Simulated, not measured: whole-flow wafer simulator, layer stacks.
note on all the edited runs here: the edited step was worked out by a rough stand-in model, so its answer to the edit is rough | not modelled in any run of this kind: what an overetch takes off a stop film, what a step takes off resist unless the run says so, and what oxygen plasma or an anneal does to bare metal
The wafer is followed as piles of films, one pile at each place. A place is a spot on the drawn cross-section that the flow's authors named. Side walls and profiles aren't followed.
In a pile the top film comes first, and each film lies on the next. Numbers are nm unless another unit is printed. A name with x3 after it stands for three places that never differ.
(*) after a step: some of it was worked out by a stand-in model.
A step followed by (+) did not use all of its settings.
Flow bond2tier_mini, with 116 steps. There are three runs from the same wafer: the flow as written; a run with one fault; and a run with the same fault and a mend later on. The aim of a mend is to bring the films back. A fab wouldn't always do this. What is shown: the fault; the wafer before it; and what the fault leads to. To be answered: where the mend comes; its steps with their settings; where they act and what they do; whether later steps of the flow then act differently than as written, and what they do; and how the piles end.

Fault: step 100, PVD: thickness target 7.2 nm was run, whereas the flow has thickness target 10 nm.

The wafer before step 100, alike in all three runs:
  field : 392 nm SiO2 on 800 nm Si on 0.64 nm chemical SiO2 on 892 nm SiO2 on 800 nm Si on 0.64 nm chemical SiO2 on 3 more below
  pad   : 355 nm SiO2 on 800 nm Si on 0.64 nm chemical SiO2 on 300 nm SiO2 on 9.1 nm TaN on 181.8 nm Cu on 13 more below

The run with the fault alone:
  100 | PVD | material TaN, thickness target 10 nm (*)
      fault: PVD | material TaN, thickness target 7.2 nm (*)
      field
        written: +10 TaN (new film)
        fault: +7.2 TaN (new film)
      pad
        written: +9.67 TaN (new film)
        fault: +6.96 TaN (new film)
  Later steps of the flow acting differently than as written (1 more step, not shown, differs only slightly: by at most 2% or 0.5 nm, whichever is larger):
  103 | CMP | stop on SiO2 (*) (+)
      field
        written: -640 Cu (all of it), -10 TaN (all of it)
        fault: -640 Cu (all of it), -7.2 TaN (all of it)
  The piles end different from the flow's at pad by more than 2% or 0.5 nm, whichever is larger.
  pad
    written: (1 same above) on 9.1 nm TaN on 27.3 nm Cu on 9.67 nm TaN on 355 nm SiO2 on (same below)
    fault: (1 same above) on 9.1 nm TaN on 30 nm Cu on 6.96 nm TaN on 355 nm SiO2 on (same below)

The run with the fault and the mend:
  After step 100 comes the mend.
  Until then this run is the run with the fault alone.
  100a | PVD | material TaN, thickness target 2.8 nm (*) (the flow's step 100 again, with other settings)
      field
        +2.8 TaN
      pad
        +2.71 TaN
  None of the later steps of the flow acts differently than as written at any place that is followed.
  The piles end the same as the flow's at every place that both follow.
